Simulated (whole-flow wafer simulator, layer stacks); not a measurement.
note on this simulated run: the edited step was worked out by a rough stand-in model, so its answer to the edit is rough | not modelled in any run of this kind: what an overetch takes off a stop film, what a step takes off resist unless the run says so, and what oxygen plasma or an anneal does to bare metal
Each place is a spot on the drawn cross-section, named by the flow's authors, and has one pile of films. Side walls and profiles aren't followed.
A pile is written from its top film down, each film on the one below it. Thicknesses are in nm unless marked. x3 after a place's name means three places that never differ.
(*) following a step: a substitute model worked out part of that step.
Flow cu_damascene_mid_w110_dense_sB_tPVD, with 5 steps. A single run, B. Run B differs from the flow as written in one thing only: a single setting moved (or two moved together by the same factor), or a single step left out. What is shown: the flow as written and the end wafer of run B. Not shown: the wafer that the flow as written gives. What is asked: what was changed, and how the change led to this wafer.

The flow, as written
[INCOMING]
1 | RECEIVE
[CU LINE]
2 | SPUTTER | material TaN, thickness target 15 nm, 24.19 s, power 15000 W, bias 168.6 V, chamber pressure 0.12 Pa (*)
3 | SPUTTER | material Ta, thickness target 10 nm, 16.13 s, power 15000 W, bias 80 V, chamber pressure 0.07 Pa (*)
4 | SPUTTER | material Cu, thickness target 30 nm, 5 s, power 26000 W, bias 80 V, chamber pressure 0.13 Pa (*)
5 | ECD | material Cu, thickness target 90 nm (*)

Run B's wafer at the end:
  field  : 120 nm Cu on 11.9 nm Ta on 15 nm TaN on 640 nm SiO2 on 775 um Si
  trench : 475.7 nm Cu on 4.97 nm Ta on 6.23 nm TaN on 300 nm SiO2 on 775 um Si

Cause: step 3, SPUTTER: power 17810 W was run, whereas the flow has power 15000 W.

How this came from the change, step by step:
  3 | SPUTTER | material Ta, thickness target 10 nm, 16.13 s, power 15000 W, bias 80 V, chamber pressure 0.07 Pa (*)
      field: Ta gains 11.9 (new film) (as written it would have been: Ta gains 10 (new film))
      trench: Ta gains 4.97 (new film) (as written it would have been: Ta gains 4.05 (new film))
